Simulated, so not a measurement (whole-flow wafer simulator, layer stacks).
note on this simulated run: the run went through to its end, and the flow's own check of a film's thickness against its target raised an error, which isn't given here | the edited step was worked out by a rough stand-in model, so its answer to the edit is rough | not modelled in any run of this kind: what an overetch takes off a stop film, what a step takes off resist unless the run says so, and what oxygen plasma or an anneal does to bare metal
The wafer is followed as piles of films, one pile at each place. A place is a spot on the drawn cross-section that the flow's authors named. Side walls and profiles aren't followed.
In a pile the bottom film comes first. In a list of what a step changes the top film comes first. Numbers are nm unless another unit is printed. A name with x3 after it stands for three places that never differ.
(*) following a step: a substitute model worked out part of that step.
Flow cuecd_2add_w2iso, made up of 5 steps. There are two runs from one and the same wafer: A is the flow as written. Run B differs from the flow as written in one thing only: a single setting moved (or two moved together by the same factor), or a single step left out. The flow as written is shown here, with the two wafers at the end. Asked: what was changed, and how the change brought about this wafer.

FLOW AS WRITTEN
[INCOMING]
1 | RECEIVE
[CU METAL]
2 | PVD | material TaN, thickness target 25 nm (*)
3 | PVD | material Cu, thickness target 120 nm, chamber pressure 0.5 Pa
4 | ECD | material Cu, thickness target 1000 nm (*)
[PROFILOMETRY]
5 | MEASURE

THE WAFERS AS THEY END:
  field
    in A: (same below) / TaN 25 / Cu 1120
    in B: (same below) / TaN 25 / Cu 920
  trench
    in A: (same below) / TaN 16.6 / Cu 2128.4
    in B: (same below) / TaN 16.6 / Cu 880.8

Cause: step 4, ECD: thickness target 800 nm was run, though the flow has thickness target 1000 nm.

How this came from the change, step by step:
  4 | ECD | material Cu, thickness target 1000 nm (*)
      field: A Cu gains 1000 | B Cu gains 800
      trench: A Cu gains 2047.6 | B Cu gains 800
